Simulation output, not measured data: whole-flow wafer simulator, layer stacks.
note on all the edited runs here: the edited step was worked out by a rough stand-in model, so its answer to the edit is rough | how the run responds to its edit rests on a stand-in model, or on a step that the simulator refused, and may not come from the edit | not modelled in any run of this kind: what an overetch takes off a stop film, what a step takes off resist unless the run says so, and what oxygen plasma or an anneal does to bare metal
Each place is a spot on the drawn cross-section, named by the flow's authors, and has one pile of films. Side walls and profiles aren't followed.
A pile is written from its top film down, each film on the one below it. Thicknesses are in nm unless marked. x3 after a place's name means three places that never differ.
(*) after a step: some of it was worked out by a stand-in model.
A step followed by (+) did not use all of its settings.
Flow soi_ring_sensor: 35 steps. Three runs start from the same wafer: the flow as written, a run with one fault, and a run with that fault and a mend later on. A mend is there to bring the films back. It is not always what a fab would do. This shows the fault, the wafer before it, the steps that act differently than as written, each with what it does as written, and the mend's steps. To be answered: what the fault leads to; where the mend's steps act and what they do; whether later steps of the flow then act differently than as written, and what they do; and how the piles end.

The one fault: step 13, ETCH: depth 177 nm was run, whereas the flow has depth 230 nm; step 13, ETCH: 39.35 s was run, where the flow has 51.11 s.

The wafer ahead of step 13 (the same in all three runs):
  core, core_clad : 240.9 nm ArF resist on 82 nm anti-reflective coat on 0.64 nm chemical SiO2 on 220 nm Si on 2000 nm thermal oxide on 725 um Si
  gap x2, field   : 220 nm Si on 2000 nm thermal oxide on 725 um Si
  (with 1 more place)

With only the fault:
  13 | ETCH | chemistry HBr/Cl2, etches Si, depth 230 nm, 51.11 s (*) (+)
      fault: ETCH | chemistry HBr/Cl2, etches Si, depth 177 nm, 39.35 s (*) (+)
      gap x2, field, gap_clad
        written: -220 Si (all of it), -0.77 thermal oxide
        fault: -177 Si
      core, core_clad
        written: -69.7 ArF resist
        fault: -53.7 ArF resist
  Steps later in the flow that act otherwise than as written:
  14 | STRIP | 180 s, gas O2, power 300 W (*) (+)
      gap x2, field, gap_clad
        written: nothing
        fault: +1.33 chemical SiO2 (new film), -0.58 Si
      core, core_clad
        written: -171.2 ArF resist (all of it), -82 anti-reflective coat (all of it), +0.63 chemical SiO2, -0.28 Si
        fault: -187.2 ArF resist (all of it), -82 anti-reflective coat (all of it), +0.62 chemical SiO2, -0.27 Si
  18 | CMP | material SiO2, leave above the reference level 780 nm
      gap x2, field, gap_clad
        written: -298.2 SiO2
        fault: -342.8 SiO2
  By the end, the piles at field depart from the flow's by more than 2% or 0.5 nm, whichever is larger.
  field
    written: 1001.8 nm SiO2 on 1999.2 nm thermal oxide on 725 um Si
    fault: 957.2 nm SiO2 on 1.33 nm chemical SiO2 on 42.4 nm Si on 2000 nm thermal oxide on 725 um Si

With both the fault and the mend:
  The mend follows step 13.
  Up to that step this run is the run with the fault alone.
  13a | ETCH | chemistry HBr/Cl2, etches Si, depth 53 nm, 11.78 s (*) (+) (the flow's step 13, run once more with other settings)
      gap x2, field, gap_clad
        -43 Si (all of it), -0.77 thermal oxide
      core, core_clad
        -16.1 ArF resist
  None of the later steps of the flow acts differently than as written at any place that is followed.
  By the end, the piles equal the flow's at every place that both follow.
